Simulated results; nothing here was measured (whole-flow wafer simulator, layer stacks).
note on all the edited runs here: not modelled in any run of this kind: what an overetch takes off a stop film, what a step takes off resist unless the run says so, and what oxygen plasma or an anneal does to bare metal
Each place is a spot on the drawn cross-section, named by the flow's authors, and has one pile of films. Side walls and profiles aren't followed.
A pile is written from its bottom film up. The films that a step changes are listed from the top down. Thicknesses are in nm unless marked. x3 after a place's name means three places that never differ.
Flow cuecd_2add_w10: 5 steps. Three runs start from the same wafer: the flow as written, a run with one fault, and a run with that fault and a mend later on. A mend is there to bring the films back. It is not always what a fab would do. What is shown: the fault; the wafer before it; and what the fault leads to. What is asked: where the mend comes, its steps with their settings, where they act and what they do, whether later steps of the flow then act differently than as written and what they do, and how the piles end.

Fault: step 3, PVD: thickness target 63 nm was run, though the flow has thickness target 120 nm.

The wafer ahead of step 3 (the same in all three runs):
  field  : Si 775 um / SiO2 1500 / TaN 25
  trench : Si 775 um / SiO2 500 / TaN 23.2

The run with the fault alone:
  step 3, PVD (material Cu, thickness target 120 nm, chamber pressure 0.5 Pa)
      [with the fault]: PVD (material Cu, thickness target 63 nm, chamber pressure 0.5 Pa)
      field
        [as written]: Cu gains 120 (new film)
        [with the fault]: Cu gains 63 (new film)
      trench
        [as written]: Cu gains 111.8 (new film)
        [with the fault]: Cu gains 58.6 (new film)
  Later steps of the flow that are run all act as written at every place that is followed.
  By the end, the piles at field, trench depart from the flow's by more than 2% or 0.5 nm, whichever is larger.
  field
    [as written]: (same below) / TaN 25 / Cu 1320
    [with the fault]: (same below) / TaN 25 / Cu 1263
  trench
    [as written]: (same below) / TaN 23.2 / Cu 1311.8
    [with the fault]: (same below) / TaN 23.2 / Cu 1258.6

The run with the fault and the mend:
  After step 3 comes the mend.
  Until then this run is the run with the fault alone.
  step 3a, PVD (material Cu, thickness target 57 nm, chamber pressure 0.5 Pa) (the flow's step 3, run once more with other settings)
      field
        Cu gains 57
      trench
        Cu gains 53
  Later steps of the flow that are run all act as written at every place that is followed.
  The piles end only slightly different from the flow's at the places that both follow, by no more than 2% or 0.5 nm, whichever is larger.
